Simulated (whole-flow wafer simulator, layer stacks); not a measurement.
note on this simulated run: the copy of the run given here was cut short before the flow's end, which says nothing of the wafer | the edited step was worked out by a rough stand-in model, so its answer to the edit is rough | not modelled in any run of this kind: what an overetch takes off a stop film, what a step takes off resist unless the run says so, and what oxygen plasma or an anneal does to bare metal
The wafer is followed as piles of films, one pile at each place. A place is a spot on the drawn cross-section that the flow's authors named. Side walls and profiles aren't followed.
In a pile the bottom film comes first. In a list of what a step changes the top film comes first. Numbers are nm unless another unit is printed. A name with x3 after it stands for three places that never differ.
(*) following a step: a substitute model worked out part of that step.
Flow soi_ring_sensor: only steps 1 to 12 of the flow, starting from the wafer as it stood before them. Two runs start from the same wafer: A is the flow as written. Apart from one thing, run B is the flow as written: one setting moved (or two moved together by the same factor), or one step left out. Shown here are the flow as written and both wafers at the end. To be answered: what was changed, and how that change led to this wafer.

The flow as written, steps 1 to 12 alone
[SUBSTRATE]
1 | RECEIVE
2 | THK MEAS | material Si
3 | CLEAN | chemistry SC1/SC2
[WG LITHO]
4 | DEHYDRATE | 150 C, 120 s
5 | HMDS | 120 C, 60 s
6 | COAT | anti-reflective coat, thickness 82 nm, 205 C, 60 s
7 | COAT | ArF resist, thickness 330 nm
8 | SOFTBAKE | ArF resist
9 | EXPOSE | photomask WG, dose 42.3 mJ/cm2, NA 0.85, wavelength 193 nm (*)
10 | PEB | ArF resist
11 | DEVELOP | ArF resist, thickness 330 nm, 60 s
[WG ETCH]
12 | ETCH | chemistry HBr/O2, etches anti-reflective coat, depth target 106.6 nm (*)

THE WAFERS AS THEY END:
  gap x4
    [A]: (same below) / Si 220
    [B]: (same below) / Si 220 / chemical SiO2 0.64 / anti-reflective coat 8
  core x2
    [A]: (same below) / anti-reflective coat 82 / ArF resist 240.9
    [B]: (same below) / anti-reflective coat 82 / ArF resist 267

The reason: step 12, ETCH: depth target 74 nm was run, though the flow has depth target 106.6 nm.

How this came from the change, step by step:
  12 | ETCH | chemistry HBr/O2, etches anti-reflective coat, depth target 106.6 nm (*)
      gap x4: A -82 anti-reflective coat (all of it), -0.64 chemical SiO2 (all of it) | B -74 anti-reflective coat
      core x2: A -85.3 ArF resist | B -59.2 ArF resist
